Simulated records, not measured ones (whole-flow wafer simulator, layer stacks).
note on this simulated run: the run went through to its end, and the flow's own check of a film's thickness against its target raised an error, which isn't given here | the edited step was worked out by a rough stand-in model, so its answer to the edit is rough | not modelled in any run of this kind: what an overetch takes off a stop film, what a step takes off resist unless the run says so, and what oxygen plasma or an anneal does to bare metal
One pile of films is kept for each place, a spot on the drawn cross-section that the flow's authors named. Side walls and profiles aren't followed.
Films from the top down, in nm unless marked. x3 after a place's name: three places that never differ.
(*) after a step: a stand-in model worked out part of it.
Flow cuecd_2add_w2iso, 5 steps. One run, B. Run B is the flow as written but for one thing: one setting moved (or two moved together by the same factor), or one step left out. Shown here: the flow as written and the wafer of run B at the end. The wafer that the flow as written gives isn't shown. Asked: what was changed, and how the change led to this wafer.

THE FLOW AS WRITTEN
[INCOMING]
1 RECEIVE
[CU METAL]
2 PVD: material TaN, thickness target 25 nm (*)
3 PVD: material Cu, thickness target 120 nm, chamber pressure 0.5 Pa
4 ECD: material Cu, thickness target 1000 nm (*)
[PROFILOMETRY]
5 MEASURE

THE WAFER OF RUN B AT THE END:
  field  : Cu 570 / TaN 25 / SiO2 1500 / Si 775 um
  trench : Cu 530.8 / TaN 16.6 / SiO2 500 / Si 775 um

The cause: step 4, ECD: thickness target 450 nm was run, where the flow has thickness target 1000 nm.

How the change led to this, step by step:
  4 ECD: material Cu, thickness target 1000 nm (*)
      field: Cu +450 (as written it would be: Cu +1000)
      trench: Cu +450 (as written it would be: Cu +2047.6)
